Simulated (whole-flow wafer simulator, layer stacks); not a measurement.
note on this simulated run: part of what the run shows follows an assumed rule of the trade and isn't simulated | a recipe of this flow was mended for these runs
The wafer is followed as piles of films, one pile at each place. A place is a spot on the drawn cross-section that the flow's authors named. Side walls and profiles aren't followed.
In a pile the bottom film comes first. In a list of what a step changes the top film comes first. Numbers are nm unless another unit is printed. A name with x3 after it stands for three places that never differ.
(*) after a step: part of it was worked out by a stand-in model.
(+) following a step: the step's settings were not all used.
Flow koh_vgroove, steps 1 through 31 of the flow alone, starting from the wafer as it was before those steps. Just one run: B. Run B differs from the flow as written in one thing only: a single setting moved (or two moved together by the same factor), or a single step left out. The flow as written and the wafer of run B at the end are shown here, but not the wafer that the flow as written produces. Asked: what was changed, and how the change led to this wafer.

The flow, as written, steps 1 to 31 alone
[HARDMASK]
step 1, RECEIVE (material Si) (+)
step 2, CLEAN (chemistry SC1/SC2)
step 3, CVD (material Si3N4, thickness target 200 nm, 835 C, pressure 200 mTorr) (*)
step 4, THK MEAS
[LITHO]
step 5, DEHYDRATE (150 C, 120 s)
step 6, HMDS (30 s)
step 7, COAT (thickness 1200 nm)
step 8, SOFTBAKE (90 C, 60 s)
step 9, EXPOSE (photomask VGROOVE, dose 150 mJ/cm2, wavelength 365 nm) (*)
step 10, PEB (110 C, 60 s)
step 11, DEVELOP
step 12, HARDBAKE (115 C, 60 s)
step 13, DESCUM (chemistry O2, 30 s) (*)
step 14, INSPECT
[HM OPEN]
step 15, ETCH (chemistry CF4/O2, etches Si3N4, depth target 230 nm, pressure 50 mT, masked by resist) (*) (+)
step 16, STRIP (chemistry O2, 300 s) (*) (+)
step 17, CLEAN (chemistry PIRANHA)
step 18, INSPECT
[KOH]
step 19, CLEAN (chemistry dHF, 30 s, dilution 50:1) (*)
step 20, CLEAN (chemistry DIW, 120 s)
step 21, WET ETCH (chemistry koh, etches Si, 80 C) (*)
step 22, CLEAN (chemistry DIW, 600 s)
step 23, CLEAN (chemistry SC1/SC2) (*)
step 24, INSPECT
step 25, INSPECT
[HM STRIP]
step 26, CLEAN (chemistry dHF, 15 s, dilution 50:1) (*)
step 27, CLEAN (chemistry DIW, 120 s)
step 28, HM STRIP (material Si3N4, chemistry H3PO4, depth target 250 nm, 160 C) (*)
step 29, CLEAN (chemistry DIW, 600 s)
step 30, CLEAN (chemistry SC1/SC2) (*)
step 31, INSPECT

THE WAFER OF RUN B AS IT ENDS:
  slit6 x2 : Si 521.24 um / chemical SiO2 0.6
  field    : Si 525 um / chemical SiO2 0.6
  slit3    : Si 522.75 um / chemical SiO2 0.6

The reason: step 3, CVD: thickness target 214 nm was run, whereas the flow has thickness target 200 nm.

The path from the change to this, step by step:
  step 3, CVD (material Si3N4, thickness target 200 nm, 835 C, pressure 200 mTorr) (*)
      field, slit3, slit2, slit6 x2: +214 Si3N4 (new film) (as written it would have been: +200 Si3N4 (new film))
  step 15, ETCH (chemistry CF4/O2, etches Si3N4, depth target 230 nm, pressure 50 mT, masked by resist) (*) (+)
      slit3, slit2, slit6 x2: -214 Si3N4 (all of it), -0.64 chemical SiO2 (all of it), -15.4 Si (as written it would have been: -200 Si3N4 (all of it), -0.64 chemical SiO2 (all of it), -29.4 Si)
  step 28, HM STRIP (material Si3N4, chemistry H3PO4, depth target 250 nm, 160 C) (*)
      field: -212.7 Si3N4 (all of it), -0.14 chemical SiO2, -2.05 Si (as written it would have been: -198.7 Si3N4 (all of it), -0.14 chemical SiO2, -2.75 Si)
